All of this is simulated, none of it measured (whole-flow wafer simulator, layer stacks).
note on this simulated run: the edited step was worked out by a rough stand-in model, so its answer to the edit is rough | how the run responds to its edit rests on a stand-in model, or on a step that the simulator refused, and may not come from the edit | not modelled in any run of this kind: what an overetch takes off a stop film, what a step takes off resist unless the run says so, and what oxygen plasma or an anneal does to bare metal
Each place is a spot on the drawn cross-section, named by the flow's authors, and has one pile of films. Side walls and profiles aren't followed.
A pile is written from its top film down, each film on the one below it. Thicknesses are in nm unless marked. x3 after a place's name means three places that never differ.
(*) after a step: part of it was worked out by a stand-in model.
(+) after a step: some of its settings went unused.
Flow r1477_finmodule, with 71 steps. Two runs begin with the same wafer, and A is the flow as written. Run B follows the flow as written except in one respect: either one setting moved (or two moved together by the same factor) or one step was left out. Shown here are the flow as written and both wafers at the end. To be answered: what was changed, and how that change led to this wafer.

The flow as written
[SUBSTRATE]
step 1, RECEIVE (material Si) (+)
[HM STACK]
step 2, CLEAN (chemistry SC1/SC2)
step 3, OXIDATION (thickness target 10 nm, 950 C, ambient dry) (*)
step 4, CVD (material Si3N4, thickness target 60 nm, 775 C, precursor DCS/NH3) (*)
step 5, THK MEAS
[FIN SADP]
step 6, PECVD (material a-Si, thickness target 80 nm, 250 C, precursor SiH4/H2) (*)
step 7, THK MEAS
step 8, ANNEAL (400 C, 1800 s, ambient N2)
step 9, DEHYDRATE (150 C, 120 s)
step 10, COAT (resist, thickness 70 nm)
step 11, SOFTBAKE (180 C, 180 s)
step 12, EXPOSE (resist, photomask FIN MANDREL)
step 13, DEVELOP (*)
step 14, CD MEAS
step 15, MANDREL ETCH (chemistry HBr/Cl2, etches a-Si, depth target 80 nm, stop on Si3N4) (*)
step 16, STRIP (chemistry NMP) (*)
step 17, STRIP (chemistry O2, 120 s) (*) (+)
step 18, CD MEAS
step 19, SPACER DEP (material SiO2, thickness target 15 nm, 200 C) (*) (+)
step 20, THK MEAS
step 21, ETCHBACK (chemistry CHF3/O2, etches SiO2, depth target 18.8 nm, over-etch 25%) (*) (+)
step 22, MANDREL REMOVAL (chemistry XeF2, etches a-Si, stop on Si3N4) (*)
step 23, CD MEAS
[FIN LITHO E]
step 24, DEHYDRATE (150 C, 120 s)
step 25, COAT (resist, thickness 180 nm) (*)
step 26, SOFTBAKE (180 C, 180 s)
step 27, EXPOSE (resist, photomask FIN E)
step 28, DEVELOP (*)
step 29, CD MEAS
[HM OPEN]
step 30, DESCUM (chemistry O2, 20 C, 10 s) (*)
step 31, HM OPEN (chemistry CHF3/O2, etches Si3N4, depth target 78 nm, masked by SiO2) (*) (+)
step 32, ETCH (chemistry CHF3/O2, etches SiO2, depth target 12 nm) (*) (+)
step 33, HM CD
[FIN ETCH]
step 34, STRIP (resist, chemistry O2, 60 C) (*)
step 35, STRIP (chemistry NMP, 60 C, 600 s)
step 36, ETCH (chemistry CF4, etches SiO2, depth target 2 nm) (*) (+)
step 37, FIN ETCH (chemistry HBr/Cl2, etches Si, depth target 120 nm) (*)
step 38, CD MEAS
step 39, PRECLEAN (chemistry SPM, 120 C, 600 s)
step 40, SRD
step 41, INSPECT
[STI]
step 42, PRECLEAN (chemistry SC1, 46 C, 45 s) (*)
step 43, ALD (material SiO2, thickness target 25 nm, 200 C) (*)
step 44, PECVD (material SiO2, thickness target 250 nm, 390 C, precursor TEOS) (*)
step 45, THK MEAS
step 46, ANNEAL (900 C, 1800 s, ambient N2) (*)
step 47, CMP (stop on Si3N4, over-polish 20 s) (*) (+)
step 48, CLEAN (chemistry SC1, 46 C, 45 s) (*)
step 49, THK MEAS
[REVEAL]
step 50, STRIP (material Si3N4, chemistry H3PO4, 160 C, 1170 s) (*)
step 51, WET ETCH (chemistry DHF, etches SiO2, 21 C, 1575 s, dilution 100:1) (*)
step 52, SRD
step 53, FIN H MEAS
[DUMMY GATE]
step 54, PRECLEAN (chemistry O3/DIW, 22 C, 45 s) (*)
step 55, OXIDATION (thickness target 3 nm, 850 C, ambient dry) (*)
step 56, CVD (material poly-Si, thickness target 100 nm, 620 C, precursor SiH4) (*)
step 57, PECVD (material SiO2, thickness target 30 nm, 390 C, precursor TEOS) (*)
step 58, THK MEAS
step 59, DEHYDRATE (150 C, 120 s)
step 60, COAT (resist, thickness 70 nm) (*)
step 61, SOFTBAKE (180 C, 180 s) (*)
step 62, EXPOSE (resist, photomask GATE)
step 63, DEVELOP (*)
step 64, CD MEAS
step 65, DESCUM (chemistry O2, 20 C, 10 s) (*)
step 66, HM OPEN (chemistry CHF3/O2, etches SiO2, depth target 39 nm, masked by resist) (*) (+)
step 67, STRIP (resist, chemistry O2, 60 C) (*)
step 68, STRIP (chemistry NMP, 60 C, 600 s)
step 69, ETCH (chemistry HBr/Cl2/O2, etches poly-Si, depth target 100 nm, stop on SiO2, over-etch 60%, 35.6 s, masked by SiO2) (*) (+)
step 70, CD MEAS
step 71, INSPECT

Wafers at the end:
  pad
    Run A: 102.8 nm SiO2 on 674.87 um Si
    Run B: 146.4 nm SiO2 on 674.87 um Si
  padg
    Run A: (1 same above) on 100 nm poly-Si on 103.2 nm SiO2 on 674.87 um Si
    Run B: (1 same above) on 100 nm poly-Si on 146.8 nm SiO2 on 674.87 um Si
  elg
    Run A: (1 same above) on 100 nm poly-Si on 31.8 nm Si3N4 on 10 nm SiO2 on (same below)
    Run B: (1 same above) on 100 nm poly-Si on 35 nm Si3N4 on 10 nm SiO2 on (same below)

Cause: step 51, WET ETCH: 772 s was run, whereas the flow has 1575 s.

How this came from the change, step by step:
  step 51, WET ETCH (chemistry DHF, etches SiO2, 21 C, 1575 s, dilution 100:1) (*)
      pad, padg, e40sg and 12 more: A -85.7 SiO2 | B -42 SiO2
      elg, e40lg, e100lg, e200lg, elo, e40lo, e100lo, e200lo: A -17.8 SiO2 (all of it), -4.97 Si3N4 | B -17.8 SiO2 (all of it), -1.7 Si3N4
      (also at 7 further places)
  step 56, CVD (material poly-Si, thickness target 100 nm, 620 C, precursor SiH4) (*)
      s40sg_line, s45sg_line, s50sg_line, s40so_line, s45so_line, s50so_line: A +100 poly-Si (new film) | B +121.1 poly-Si (new film)
      s40cg, s40co: A +113.9 poly-Si (new film) | B +100 poly-Si (new film)
      (also at 5 further places)
  step 60, COAT (resist, thickness 70 nm) (*)
      e40lg, e100lg, elo, e40lo, e100lo: A +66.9 resist (new film) | B +68.9 resist (new film)
      e40sg, eso, e40so: A +129.5 resist (new film) | B +91.1 resist (new film)
      (also at 22 further places)
  step 63, DEVELOP (*)
      elo, e40lo, e100lo: A -66.9 resist (all of it) | B -68.9 resist (all of it)
      eso, e40so: A -129.5 resist (all of it) | B -91.1 resist (all of it)
      (also at 11 further places)
  step 67, STRIP (resist, chemistry O2, 60 C) (*)
      e40lg, e100lg: A -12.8 resist (all of it) | B -14.8 resist (all of it)
      e40sg: A -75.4 resist (all of it) | B -37 resist (all of it)
      (also at 12 further places)
  step 69, ETCH (chemistry HBr/Cl2/O2, etches poly-Si, depth target 100 nm, stop on SiO2, over-etch 60%, 35.6 s, masked by SiO2) (*) (+)
      s40so_line, s45so_line, s50so_line: A -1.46 chemical SiO2 (all of it), -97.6 poly-Si (all of it), -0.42 SiO2 | B -1.22 chemical SiO2 (all of it), -118.8 poly-Si (all of it), -0.21 SiO2
      s40co: A -1.46 chemical SiO2 (all of it), -111.5 poly-Si (all of it), -0.24 SiO2 | B -1.22 chemical SiO2 (all of it), -97.7 poly-Si (all of it), -0.42 SiO2
      (also at 2 further places)
